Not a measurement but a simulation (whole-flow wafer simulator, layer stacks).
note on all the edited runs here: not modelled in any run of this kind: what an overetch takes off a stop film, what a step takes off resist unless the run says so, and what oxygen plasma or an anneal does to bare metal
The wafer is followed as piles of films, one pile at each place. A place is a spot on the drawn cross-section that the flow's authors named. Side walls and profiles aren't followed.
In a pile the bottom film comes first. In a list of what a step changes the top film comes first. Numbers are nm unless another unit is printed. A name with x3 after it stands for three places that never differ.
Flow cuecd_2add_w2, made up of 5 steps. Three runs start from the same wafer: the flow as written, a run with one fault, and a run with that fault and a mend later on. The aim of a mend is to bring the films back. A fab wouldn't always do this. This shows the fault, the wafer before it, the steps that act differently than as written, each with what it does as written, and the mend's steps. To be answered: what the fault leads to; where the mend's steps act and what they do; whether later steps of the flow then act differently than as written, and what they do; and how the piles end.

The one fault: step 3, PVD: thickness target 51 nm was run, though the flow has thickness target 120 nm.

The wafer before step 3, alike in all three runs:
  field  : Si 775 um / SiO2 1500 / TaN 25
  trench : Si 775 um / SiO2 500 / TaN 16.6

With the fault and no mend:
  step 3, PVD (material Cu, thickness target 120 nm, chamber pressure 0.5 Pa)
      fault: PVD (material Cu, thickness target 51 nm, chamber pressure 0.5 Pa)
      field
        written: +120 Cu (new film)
        fault: +51 Cu (new film)
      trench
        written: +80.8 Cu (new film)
        fault: +34.5 Cu (new film)
  Later steps of the flow that are run all act as written at every place that is followed, up to a difference of at most 2% or 0.5 nm, whichever is larger.
  At field, trench, the piles at the end differ from the flow's by more than 2% or 0.5 nm, whichever is larger.
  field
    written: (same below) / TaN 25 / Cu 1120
    fault: (same below) / TaN 25 / Cu 1051
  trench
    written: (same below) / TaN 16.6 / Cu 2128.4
    fault: (same below) / TaN 16.6 / Cu 2059.4

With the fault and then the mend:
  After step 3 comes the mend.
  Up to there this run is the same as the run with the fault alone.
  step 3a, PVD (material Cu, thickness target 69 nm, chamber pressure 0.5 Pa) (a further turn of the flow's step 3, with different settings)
      field
        +69 Cu
      trench
        +45.9 Cu
  Later steps of the flow that are run all act as written at every place that is followed, up to a difference of at most 2% or 0.5 nm, whichever is larger.
  At every place that both follow, the piles at the end match the flow's.
